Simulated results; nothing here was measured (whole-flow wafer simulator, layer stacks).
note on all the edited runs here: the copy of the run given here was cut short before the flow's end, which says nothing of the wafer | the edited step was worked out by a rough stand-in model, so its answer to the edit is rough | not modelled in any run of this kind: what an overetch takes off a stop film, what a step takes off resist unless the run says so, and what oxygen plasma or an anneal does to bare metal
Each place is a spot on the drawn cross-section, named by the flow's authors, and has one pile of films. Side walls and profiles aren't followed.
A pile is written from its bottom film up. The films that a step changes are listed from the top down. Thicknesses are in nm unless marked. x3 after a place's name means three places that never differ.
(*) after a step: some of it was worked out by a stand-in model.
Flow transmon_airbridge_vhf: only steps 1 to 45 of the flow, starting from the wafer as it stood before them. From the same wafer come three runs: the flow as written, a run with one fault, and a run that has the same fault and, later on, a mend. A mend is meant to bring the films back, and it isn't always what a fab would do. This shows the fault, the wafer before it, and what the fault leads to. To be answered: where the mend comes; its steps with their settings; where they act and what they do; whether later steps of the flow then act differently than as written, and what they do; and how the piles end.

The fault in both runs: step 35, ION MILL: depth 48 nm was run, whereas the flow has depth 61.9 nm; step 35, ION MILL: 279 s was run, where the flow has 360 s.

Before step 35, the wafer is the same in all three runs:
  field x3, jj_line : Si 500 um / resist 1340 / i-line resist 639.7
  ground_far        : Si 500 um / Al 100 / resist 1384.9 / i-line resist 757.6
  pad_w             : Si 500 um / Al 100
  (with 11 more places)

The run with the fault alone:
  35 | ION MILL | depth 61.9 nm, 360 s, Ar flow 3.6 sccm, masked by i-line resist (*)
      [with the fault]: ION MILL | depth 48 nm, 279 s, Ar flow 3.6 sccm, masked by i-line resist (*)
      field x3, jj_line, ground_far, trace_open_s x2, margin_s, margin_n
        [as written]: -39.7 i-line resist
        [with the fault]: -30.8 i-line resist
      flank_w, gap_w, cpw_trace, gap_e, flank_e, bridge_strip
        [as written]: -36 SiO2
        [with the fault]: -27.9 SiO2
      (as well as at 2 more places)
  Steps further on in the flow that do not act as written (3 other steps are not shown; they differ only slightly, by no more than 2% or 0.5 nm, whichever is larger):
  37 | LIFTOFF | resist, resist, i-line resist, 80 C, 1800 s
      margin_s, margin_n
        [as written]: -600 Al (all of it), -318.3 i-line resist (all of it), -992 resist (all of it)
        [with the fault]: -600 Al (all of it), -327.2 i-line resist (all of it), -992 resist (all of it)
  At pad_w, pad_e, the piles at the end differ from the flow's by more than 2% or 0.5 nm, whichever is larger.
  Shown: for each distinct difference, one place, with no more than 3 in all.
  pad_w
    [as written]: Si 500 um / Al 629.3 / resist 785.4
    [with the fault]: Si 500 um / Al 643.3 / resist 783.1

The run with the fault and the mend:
  The mend stands after step 35.
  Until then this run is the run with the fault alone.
  35a | ION MILL | depth 13.9 nm, 80.84 s, Ar flow 3.6 sccm, masked by i-line resist (*) (the flow's step 35 again, with other settings)
      field x3, jj_line, ground_far, trace_open_s x2, margin_s, margin_n
        -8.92 i-line resist
      flank_w, gap_w, cpw_trace, gap_e, flank_e, bridge_strip
        -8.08 SiO2
      pad_w, pad_e
        -13.9 Al
  Later steps of the flow that are run all act as written at every place that is followed.
  The piles end only slightly different from the flow's at the places that both follow, by no more than 2% or 0.5 nm, whichever is larger.
